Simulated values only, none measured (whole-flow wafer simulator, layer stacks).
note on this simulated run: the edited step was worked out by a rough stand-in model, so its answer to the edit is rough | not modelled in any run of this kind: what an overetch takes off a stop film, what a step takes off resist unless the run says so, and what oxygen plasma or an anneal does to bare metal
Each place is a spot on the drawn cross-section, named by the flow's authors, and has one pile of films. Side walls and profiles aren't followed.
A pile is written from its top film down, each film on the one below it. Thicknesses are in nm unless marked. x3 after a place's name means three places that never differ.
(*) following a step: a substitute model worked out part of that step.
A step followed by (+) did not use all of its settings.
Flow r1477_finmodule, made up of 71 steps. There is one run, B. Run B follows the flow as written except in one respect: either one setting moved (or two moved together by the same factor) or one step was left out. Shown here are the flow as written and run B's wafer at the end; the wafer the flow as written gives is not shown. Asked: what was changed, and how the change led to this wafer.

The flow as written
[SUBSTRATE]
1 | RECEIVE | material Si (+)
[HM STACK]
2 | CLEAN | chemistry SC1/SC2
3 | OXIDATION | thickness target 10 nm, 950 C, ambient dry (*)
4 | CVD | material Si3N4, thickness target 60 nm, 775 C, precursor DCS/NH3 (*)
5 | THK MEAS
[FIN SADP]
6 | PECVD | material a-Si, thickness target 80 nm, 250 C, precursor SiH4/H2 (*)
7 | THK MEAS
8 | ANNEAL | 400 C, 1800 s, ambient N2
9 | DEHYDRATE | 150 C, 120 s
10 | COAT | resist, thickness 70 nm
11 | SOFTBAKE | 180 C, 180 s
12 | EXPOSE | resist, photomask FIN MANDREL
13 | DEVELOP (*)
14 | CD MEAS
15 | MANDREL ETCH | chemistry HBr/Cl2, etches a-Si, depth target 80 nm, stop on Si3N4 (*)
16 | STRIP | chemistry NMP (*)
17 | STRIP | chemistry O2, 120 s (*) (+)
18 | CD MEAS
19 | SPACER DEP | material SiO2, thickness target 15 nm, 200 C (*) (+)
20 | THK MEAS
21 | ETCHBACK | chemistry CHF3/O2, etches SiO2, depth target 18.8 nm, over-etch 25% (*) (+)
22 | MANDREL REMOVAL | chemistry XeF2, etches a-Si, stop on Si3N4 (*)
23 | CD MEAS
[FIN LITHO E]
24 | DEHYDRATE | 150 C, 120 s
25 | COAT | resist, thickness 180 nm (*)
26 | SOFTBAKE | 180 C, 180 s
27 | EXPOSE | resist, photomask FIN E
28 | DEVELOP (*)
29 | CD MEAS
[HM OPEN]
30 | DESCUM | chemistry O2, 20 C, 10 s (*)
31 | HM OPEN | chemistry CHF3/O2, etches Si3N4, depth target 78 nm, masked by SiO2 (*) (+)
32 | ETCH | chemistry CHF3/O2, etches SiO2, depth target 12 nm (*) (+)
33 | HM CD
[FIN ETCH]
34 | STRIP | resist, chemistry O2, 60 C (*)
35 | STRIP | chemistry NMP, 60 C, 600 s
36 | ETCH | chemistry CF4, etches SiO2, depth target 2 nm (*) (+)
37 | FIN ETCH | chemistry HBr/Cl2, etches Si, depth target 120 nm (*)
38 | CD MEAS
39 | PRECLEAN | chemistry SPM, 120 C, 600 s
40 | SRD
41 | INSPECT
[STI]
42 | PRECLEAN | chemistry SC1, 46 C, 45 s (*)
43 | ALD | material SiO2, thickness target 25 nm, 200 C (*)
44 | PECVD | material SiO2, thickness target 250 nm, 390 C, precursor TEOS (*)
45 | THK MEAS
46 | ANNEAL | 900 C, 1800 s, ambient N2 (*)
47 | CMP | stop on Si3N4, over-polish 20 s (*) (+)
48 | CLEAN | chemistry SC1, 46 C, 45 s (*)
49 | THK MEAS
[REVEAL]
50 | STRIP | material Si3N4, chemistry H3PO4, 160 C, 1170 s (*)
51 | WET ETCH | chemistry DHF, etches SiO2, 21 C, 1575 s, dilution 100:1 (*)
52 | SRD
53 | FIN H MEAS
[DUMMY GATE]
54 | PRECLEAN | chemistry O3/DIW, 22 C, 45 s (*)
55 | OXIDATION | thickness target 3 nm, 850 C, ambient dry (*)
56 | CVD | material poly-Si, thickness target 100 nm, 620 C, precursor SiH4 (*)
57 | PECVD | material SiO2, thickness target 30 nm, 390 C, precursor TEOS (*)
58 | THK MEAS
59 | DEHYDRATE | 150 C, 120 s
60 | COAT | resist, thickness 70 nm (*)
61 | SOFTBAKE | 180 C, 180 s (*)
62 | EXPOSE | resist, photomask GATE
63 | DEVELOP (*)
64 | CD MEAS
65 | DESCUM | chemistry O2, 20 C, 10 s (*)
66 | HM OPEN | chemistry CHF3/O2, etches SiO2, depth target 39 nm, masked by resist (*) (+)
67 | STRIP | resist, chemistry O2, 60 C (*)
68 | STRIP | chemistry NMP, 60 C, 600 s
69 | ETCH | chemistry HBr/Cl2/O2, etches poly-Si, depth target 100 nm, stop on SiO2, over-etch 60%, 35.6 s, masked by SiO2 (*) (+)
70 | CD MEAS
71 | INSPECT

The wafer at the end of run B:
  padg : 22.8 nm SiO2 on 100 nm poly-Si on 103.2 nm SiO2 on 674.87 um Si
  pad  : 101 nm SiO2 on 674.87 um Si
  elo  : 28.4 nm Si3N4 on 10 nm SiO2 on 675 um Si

The reason: step 69, ETCH: depth target 135 nm was run, while the flow as written has depth target 100 nm.

Step by step, how the change led to this:
  69 | ETCH | chemistry HBr/Cl2/O2, etches poly-Si, depth target 100 nm, stop on SiO2, over-etch 60%, 35.6 s, masked by SiO2 (*) (+)
      padg, elg, esg and 15 more: -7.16 SiO2 (in the flow as written it would be: -5.3 SiO2)
      pad, eso, e40so and 8 more: -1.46 chemical SiO2 (all of it), -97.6 poly-Si (all of it), -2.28 SiO2 (in the flow as written it would be: -1.46 chemical SiO2 (all of it), -97.6 poly-Si (all of it), -0.42 SiO2)
      (as well as at 7 more places)
